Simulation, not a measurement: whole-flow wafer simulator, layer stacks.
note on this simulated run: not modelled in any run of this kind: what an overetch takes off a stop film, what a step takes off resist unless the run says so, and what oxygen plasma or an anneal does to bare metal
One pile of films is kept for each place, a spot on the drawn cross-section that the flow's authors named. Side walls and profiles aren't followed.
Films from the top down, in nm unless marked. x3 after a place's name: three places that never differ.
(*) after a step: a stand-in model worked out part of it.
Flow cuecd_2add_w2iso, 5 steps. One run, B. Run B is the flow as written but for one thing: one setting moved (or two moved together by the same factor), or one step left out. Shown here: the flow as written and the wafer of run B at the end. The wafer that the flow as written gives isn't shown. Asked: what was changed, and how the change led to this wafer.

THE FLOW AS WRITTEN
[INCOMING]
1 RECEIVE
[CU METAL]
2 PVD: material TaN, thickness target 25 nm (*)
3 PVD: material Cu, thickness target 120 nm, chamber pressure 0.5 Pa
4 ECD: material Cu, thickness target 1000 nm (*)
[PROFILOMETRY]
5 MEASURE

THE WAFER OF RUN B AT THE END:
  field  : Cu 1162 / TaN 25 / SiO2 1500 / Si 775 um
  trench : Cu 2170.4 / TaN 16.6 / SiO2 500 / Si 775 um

The cause: step 3, PVD: thickness target 162 nm was run, where the flow has thickness target 120 nm.

How the change led to this, step by step:
  3 PVD: material Cu, thickness target 120 nm, chamber pressure 0.5 Pa
      field: Cu +162 (new film) (as written it would be: Cu +120 (new film))
      trench: Cu +108.8 (new film) (as written it would be: Cu +80.8 (new film))
